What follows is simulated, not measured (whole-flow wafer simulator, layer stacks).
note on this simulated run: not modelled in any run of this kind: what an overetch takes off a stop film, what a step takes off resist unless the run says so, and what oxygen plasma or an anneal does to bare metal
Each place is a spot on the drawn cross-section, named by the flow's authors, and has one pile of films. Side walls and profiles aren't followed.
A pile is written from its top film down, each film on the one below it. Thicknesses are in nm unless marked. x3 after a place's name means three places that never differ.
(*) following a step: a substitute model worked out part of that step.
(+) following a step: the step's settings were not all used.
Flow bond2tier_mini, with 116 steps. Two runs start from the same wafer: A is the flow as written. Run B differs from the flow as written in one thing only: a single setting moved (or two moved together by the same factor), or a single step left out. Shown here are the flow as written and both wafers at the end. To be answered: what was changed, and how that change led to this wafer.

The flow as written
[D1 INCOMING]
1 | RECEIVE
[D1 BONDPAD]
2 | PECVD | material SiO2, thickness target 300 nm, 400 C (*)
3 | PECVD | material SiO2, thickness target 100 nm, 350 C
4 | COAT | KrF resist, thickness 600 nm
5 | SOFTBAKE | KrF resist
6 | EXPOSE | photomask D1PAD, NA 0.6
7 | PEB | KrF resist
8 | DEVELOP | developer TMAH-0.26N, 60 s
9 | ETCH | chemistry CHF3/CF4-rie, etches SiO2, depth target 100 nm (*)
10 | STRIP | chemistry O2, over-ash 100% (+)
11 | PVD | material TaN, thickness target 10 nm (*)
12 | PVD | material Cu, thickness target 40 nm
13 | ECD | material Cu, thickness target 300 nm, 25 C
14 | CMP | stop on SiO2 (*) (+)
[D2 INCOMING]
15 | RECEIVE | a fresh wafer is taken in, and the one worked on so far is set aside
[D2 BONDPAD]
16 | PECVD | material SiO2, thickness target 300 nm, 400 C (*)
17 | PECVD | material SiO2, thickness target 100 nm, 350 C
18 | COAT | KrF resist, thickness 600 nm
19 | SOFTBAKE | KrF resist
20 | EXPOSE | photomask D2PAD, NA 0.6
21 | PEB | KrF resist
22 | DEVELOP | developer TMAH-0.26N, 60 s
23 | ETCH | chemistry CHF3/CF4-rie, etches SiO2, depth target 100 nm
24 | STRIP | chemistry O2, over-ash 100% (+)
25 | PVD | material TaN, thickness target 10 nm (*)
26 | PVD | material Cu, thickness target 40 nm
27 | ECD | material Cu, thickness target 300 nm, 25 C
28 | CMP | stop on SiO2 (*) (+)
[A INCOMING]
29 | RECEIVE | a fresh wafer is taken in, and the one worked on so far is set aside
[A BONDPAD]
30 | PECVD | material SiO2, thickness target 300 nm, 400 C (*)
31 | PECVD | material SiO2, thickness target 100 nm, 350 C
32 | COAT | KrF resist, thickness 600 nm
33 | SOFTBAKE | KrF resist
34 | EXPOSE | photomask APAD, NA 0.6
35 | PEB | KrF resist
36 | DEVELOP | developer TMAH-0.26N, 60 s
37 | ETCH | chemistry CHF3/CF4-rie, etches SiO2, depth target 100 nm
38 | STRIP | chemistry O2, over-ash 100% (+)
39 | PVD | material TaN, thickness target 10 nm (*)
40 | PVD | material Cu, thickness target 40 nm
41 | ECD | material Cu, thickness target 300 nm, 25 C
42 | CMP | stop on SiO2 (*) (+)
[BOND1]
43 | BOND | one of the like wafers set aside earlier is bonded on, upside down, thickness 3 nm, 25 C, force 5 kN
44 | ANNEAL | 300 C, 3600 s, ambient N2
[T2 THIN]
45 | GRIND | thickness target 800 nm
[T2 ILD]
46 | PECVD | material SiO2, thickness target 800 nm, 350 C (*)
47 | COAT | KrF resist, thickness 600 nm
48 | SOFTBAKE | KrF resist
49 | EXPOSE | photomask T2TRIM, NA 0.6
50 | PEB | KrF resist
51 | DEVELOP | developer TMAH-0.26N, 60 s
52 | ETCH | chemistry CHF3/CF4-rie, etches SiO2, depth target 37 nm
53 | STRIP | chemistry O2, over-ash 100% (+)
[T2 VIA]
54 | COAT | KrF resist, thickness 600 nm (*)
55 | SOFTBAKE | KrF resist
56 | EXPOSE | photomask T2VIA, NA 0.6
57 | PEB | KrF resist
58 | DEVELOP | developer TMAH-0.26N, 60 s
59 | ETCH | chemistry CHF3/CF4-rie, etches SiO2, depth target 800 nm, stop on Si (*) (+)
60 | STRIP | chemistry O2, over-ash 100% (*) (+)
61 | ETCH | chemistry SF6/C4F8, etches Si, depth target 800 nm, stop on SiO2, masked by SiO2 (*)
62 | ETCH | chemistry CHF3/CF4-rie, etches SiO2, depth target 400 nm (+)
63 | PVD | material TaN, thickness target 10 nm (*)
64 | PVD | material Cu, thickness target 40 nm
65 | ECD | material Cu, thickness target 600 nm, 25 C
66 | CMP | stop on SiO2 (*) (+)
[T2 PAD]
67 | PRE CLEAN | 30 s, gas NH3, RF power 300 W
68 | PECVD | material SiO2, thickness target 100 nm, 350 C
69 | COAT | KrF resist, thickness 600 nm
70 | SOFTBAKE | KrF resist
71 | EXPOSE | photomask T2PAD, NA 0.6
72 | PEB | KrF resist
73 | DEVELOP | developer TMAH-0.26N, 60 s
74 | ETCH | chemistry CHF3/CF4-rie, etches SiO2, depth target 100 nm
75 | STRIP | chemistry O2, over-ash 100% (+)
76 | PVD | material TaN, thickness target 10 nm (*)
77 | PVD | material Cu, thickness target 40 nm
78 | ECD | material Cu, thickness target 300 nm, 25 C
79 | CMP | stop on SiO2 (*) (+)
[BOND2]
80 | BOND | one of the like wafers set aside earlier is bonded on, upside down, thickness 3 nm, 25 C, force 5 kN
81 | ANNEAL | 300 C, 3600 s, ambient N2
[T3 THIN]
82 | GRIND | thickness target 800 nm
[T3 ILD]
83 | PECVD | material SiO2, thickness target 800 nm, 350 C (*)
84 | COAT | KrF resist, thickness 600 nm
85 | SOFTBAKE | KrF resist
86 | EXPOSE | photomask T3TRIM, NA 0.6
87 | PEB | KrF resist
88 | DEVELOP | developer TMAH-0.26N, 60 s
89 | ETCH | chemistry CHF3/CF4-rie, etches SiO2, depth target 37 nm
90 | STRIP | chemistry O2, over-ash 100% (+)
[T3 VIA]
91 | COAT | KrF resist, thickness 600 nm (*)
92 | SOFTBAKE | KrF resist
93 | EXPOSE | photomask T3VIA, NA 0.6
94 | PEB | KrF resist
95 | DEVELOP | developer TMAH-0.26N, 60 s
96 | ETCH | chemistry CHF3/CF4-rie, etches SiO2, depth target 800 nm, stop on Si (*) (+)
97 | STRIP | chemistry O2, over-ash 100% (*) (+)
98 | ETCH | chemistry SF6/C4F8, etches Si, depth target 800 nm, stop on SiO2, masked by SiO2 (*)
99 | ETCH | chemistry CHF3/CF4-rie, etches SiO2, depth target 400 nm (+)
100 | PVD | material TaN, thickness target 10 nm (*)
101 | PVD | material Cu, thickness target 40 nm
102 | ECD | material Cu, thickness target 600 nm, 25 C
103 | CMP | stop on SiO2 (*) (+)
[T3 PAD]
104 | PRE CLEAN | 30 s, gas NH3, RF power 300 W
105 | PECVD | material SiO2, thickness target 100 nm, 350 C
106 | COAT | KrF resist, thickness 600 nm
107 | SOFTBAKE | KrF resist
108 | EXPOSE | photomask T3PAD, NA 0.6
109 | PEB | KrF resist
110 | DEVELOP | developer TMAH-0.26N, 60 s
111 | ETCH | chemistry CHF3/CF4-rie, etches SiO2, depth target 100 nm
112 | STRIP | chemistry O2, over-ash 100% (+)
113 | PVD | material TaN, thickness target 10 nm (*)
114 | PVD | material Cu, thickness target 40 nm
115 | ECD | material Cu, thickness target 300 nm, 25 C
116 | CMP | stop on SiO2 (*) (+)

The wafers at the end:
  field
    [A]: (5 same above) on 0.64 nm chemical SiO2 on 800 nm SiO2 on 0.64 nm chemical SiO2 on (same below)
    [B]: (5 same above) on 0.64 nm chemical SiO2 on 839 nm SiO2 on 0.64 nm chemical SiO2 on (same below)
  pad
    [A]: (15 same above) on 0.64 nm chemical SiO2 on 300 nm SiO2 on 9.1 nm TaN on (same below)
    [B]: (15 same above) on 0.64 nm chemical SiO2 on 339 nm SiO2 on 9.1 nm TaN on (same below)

What caused this: step 3, PECVD: thickness target 139 nm was run, while the flow as written has thickness target 100 nm.

How this came from the change, step by step:
  3 | PECVD | material SiO2, thickness target 100 nm, 350 C
      field, pad, via: A SiO2 gains 100 | B SiO2 gains 139
  43 | BOND | one of the like wafers set aside earlier is bonded on, upside down, thickness 3 nm, 25 C, force 5 kN
      field: A Si gains 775 um (new film), chemical SiO2 gains 0.64 (new film), SiO2 gains 400 | B Si gains 775 um (new film), chemical SiO2 gains 0.64 (new film), SiO2 gains 439
      pad: A Si gains 775 um (new film), chemical SiO2 gains 0.64 (new film), SiO2 gains 300 (new film), TaN gains 9.1 (new film), Cu gains 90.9 | B Si gains 775 um (new film), chemical SiO2 gains 0.64 (new film), SiO2 gains 339 (new film), TaN gains 9.1 (new film), Cu gains 90.9
      (also at 1 further place)
